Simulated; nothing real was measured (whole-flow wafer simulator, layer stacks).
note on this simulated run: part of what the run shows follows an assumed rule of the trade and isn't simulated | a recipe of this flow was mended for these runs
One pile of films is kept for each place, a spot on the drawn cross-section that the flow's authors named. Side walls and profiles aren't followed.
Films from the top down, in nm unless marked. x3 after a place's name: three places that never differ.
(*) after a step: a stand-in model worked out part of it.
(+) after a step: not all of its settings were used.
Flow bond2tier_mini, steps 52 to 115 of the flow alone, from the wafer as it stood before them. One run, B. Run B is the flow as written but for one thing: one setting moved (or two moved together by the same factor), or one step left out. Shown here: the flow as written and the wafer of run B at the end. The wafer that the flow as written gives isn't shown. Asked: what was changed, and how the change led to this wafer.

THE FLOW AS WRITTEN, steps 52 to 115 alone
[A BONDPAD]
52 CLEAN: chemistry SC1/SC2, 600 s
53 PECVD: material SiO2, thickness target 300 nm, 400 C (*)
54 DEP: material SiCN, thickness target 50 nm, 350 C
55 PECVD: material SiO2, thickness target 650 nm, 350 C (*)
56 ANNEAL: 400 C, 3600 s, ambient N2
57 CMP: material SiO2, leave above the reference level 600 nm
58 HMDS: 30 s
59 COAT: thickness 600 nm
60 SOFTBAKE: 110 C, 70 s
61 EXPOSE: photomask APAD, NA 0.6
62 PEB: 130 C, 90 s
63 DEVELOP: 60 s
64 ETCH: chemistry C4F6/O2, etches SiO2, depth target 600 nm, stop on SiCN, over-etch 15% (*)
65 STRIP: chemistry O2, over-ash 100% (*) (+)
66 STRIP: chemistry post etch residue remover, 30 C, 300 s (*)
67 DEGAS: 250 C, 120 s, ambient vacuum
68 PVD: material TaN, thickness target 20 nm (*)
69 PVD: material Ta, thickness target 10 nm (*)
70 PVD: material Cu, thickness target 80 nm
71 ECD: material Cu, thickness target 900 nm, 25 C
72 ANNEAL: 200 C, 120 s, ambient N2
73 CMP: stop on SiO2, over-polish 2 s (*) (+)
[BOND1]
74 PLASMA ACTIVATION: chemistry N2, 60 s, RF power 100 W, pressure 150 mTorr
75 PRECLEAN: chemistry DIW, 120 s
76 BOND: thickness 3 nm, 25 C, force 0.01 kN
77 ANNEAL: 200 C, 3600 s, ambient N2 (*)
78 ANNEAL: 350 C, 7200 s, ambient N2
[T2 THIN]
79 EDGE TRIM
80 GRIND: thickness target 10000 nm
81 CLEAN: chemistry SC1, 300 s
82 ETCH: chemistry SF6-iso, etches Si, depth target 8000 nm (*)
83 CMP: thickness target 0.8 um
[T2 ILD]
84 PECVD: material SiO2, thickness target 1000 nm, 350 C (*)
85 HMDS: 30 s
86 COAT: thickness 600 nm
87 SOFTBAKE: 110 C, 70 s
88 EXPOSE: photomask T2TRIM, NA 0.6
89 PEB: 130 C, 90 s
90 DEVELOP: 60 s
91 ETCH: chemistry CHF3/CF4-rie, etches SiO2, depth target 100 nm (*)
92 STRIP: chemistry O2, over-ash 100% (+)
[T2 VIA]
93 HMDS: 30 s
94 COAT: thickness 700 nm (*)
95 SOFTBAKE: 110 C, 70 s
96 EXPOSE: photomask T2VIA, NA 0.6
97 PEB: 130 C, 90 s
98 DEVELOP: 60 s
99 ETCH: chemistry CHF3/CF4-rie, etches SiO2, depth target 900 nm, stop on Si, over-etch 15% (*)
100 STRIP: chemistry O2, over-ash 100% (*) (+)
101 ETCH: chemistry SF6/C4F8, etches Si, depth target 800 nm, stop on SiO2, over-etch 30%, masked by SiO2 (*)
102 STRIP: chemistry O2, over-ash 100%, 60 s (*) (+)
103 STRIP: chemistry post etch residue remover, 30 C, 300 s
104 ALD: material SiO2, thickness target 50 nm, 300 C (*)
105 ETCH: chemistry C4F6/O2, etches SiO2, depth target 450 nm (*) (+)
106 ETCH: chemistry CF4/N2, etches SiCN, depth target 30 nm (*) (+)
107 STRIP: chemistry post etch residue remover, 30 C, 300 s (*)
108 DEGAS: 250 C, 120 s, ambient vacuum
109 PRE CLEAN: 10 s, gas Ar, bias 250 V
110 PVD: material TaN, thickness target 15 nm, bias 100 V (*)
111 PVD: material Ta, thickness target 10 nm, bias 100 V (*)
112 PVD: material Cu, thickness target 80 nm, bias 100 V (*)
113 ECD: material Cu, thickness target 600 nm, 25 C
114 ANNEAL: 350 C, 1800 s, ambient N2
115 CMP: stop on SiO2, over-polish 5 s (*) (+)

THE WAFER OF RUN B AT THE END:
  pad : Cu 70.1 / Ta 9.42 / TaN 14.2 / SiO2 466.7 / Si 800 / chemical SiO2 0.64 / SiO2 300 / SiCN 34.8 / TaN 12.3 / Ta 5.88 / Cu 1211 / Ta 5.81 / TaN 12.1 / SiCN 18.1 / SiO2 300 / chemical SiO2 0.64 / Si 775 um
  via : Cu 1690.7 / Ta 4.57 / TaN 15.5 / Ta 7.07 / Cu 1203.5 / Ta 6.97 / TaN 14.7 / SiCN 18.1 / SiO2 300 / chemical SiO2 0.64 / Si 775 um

The cause: step 64, ETCH: depth target 686.4 nm was run, where the flow has depth target 600 nm.

How the change led to this, step by step:
  64 ETCH: chemistry C4F6/O2, etches SiO2, depth target 600 nm, stop on SiCN, over-etch 15% (*)
      pad, via: SiO2 -600 (all of it), SiCN -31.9 (as written it would be: SiO2 -600 (all of it), SiCN -15.2)
      field: thick-KrF-resist -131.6 (as written it would be: thick-KrF-resist -115)
  65 STRIP: chemistry O2, over-ash 100% (*) (+)
      field: thick-KrF-resist -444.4 (all of it) (as written it would be: thick-KrF-resist -460.9 (all of it))
